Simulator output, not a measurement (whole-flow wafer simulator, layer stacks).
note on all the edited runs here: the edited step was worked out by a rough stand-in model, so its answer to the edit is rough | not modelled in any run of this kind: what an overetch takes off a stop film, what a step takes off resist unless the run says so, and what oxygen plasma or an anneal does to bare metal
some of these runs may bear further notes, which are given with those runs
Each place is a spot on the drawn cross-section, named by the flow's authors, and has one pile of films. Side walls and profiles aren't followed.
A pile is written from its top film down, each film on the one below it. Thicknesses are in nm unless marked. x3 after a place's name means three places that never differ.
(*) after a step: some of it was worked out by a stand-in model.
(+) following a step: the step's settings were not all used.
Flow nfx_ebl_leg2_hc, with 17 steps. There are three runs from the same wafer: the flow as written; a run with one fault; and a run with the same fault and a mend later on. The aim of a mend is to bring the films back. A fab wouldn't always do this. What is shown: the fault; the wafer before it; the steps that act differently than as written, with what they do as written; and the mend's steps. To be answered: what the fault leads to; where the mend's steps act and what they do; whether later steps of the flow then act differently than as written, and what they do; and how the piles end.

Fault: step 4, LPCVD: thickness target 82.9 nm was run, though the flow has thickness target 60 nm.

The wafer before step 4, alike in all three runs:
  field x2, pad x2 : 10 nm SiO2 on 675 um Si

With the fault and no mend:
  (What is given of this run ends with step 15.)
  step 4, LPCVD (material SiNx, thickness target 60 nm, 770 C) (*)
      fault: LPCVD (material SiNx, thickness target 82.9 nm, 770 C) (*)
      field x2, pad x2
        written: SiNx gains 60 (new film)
        fault: SiNx gains 82.9 (new film)
  Steps further on in the flow that do not act as written:
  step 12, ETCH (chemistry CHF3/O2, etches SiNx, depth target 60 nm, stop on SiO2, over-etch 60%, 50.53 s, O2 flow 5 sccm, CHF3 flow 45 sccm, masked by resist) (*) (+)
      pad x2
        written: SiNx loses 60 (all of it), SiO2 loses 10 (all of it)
        fault: SiNx loses 82.9 (all of it), SiO2 loses 6.55
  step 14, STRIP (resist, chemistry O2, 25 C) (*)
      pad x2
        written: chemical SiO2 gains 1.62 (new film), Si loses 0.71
        fault: nothing
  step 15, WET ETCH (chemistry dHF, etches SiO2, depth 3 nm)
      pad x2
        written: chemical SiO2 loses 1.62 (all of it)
        fault: SiO2 loses 3
  Once step 15 is done, the piles at field x2 depart from the flow's by more than 2% or 0.5 nm, whichever is larger.
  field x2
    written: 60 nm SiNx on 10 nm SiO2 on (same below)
    fault: 82.9 nm SiNx on 10 nm SiO2 on (same below)

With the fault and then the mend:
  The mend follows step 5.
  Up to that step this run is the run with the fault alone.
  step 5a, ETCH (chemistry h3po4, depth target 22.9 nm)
      field x2, pad x2
        SiNx loses 22.9
  Later steps of the flow that are run all act as written at every place that is followed.
  At every place that both follow, the piles at the end match the flow's.
